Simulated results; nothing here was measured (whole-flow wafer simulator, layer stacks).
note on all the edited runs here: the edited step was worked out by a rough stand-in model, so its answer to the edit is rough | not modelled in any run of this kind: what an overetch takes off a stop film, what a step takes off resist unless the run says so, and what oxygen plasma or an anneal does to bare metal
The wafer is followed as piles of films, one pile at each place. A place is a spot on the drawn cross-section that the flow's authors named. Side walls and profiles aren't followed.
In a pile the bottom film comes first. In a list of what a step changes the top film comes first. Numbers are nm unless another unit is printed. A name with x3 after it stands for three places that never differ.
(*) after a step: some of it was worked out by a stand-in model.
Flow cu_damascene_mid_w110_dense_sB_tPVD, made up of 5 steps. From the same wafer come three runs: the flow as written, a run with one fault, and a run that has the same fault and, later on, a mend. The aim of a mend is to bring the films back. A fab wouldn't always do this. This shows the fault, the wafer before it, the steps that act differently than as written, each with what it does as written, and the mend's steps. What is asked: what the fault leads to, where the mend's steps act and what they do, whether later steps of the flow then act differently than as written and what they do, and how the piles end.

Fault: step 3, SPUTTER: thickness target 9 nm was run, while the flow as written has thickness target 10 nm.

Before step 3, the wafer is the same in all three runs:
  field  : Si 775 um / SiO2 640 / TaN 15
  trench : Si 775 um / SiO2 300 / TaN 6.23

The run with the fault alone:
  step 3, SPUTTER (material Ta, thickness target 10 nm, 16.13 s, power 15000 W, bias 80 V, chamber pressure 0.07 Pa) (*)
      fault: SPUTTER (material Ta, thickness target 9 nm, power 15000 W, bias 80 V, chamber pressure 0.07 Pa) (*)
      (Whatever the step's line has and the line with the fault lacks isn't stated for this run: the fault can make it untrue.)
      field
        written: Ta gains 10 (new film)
        fault: Ta gains 9 (new film)
  Every later step of the flow that is run acts as written, at every place that is followed, to within 2% or 0.5 nm, whichever is larger.
  At field, the piles at the end differ from the flow's by more than 2% or 0.5 nm, whichever is larger.
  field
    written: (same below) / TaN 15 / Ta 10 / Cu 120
    fault: (same below) / TaN 15 / Ta 9 / Cu 120

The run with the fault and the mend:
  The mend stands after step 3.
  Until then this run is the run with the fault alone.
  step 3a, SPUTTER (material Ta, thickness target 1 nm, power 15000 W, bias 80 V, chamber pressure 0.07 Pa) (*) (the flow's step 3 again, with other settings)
      field
        Ta gains 1
      trench
        Ta gains 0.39
  Every later step of the flow that is run acts as written, at every place that is followed, to within 2% or 0.5 nm, whichever is larger.
  When the end is reached, the piles differ only a little from the flow's at the places that both follow, at most by 2% or 0.5 nm, whichever is larger.
